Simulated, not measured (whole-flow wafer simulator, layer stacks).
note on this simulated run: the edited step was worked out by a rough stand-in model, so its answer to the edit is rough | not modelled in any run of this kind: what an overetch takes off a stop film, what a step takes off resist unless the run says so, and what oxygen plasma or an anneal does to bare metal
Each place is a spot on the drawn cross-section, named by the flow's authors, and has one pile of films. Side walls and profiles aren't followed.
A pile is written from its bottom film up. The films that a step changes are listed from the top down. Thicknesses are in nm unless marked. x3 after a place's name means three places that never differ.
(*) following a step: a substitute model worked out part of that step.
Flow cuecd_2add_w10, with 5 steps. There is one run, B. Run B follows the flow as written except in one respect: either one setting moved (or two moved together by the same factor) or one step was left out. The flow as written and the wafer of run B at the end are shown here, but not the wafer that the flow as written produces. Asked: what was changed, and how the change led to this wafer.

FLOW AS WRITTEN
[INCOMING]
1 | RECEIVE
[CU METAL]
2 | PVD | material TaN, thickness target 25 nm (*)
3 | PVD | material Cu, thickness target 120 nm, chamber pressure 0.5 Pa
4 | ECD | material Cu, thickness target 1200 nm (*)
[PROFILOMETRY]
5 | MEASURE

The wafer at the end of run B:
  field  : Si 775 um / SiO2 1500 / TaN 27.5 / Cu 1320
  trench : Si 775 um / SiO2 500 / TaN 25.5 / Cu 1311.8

Cause: step 2, PVD: thickness target 27.5 nm was run, whereas the flow has thickness target 25 nm.
One can read it off the wafer: field has TaN 27.5, and step 2 as written asks for 25 nm.

The path from the change to this, step by step:
  2 | PVD | material TaN, thickness target 25 nm (*)
      field: TaN gains 27.5 (new film) (as written it would have been: TaN gains 25 (new film))
      trench: TaN gains 25.5 (new film) (as written it would have been: TaN gains 23.2 (new film))
